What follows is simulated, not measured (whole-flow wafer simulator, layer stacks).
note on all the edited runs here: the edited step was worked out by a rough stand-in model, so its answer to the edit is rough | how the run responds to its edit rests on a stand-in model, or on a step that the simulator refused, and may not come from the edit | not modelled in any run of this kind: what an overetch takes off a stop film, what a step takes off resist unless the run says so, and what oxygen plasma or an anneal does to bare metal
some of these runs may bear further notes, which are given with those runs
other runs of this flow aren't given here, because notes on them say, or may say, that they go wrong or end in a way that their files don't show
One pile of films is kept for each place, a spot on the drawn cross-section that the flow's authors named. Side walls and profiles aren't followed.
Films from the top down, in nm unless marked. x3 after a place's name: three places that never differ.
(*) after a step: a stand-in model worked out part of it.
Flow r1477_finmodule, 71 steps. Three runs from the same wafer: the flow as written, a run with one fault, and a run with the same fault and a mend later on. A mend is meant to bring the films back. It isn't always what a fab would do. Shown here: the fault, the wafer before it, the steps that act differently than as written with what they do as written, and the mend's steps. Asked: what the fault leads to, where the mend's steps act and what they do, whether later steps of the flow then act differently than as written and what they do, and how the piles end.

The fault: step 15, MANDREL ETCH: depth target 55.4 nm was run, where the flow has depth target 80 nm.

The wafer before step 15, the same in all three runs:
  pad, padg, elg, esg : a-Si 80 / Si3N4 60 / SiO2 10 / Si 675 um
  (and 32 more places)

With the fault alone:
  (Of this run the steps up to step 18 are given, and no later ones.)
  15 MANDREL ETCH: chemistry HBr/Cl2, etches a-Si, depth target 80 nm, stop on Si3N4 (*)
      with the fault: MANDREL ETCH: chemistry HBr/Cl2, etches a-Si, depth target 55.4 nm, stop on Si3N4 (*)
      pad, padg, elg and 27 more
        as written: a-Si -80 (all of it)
        with the fault: a-Si -55.4
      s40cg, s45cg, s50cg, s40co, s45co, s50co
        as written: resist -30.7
        with the fault: resist -21.2
  Later steps of the flow that act differently than as written:
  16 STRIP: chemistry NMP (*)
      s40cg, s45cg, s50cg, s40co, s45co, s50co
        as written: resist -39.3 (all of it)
        with the fault: resist -48.8 (all of it)
  After step 18 the piles differ from the flow's by more than 2% or 0.5 nm, whichever is larger, at pad, padg, elg and 27 more.
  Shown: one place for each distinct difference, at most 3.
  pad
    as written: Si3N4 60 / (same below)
    with the fault: a-Si 24.6 / Si3N4 60 / (same below)

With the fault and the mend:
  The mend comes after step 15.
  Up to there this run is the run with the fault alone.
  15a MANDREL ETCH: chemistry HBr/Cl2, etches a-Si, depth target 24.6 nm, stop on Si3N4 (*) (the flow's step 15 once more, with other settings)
      pad, padg, elg and 27 more
        a-Si -24.6 (all of it)
      s40cg, s45cg, s50cg, s40co, s45co, s50co
        resist -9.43
  No later step of the flow acts differently than as written at any place that is followed.
  At the end the piles are the same as the flow's at every place that both follow.
